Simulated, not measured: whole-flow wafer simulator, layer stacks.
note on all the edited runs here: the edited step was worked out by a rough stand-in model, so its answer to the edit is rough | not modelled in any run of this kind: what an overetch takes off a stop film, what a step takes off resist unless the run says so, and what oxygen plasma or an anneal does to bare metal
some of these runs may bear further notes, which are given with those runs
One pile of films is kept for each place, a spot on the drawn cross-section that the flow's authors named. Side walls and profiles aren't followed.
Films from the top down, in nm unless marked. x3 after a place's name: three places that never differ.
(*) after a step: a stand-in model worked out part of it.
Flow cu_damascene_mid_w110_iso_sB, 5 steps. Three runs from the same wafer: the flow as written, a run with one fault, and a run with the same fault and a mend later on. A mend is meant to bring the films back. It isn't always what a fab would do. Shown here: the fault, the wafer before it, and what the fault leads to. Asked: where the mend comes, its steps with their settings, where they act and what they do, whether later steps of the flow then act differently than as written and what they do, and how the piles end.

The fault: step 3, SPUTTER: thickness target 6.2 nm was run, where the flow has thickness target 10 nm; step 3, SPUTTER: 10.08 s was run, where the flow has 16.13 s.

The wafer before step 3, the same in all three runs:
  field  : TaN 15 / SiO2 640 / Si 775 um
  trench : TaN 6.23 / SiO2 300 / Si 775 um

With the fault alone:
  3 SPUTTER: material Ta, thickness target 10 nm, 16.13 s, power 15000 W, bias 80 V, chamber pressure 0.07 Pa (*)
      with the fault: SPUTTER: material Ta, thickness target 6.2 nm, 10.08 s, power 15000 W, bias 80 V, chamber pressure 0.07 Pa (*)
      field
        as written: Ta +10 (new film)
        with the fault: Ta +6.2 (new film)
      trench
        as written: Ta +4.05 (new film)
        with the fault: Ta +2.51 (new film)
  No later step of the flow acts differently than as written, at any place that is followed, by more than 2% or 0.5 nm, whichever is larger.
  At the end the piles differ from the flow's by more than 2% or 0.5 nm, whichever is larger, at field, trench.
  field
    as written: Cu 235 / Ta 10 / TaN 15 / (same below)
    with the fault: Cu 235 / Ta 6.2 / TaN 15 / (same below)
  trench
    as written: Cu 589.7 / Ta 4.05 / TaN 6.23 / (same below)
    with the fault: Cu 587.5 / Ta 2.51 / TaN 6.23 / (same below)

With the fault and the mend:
  The mend comes after step 3.
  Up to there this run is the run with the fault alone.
  3a SPUTTER: material Ta, thickness target 3.8 nm, 6.129 s, power 15000 W, bias 80 V, chamber pressure 0.07 Pa (*) (the flow's step 3 once more, with other settings)
      field
        Ta +3.8
      trench
        Ta +1.5
  No later step of the flow acts differently than as written at any place that is followed.
  At the end the piles differ from the flow's only slightly at the places that both follow, by at most 2% or 0.5 nm, whichever is larger.
